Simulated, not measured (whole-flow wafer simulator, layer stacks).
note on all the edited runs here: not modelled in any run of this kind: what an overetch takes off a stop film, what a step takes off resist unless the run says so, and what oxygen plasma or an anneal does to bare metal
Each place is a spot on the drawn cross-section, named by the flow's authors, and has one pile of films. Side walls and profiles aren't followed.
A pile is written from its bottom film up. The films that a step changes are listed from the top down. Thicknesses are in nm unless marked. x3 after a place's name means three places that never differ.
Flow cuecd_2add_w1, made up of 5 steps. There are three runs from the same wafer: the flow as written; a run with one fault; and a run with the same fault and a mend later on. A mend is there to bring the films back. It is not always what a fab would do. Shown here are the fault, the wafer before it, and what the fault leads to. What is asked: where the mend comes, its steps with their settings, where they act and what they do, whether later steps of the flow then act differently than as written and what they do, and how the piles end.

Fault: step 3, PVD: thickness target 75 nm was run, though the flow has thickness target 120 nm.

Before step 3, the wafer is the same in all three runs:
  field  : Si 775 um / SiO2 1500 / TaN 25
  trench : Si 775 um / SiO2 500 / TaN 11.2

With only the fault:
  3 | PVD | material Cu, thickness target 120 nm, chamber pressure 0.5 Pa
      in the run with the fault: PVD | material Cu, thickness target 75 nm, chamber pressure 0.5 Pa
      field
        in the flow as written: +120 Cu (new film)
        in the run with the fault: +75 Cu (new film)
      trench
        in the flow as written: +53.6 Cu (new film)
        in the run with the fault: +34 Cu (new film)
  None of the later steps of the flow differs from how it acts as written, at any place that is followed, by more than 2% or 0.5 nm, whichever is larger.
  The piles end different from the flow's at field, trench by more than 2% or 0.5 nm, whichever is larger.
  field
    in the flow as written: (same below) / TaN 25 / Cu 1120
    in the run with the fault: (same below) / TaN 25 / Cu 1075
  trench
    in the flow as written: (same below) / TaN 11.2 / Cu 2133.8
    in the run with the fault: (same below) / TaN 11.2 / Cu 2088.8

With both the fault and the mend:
  After step 3 comes the mend.
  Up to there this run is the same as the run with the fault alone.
  3a | PVD | material Cu, thickness target 45 nm, chamber pressure 0.5 Pa (the flow's step 3, run once more with other settings)
      field
        +45 Cu
      trench
        +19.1 Cu
  None of the later steps of the flow differs from how it acts as written, at any place that is followed, by more than 2% or 0.5 nm, whichever is larger.
  By the end, the piles equal the flow's at every place that both follow.
